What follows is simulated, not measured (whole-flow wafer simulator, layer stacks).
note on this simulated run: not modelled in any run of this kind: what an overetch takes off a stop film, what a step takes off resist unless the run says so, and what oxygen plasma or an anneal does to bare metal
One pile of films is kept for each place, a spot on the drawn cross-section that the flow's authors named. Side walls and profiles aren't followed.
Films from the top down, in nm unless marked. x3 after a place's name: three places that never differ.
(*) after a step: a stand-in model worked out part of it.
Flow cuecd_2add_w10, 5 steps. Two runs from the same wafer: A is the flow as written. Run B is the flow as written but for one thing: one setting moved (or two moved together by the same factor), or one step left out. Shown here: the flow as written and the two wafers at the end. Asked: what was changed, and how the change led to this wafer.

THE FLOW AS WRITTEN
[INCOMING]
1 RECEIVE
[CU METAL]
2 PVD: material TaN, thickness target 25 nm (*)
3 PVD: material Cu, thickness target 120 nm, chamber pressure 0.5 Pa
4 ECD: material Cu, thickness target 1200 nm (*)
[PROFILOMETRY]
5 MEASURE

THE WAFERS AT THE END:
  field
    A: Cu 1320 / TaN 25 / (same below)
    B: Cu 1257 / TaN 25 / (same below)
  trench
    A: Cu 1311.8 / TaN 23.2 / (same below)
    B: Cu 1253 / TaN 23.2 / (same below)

The cause: step 3, PVD: thickness target 57 nm was run, where the flow has thickness target 120 nm.

How the change led to this, step by step:
  3 PVD: material Cu, thickness target 120 nm, chamber pressure 0.5 Pa
      field: A Cu +120 (new film) | B Cu +57 (new film)
      trench: A Cu +111.8 (new film) | B Cu +53 (new film)
